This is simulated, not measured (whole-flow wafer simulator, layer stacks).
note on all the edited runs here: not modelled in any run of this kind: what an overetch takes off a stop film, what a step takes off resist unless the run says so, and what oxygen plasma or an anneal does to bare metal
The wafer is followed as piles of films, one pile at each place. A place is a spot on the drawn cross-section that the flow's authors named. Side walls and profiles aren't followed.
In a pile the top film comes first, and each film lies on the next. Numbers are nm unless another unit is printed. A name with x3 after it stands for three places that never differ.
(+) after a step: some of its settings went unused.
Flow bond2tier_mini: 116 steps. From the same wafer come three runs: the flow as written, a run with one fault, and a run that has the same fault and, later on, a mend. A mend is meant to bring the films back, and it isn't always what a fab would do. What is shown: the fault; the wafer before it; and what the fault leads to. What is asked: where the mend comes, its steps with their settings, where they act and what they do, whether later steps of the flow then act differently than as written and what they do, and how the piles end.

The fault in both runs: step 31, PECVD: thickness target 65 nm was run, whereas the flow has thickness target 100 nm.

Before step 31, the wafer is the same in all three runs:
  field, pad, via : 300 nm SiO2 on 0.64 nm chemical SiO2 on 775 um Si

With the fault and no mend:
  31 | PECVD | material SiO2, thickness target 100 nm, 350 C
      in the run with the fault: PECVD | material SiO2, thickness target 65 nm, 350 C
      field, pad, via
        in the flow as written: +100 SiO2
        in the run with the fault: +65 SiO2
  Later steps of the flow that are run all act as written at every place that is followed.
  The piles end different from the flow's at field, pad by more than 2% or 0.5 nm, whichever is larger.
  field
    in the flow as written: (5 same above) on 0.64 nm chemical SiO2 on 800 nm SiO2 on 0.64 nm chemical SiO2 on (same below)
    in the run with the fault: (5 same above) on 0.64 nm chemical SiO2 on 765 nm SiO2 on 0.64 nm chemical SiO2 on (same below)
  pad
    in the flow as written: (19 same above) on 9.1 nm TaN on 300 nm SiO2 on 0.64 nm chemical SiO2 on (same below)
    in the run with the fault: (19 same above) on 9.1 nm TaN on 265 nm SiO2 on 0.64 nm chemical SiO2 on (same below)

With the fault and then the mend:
  After step 36 comes the mend.
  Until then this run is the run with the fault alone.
  36a | STRIP | chemistry O2, over-ash 100% (+)
      field
        -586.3 KrF resist (all of it)
  36b | PECVD | material SiO2, thickness target 35 nm, 350 C (the flow's step 31, run once more with other settings)
      field, pad, via
        +35 SiO2
  36c | COAT | KrF resist, thickness 600 nm (the flow's step 32, run once more)
      field, pad, via
        +600 KrF resist (new film)
  36d | SOFTBAKE | KrF resist (the flow's step 33, run once more)
      leaves every film unchanged at each place that is followed
  36e | EXPOSE | photomask APAD, NA 0.6 (the flow's step 34, run once more)
      leaves every film unchanged at each place that is followed
  36f | PEB | KrF resist (the flow's step 35, run once more)
      leaves every film unchanged at each place that is followed
  36g | DEVELOP | developer TMAH-0.26N, 60 s (the flow's step 36, run once more)
      pad, via
        -600 KrF resist (all of it)
      field
        -13.7 KrF resist
  Later steps of the flow that are run all act as written at every place that is followed.
  The piles end the same as the flow's at every place that both follow.
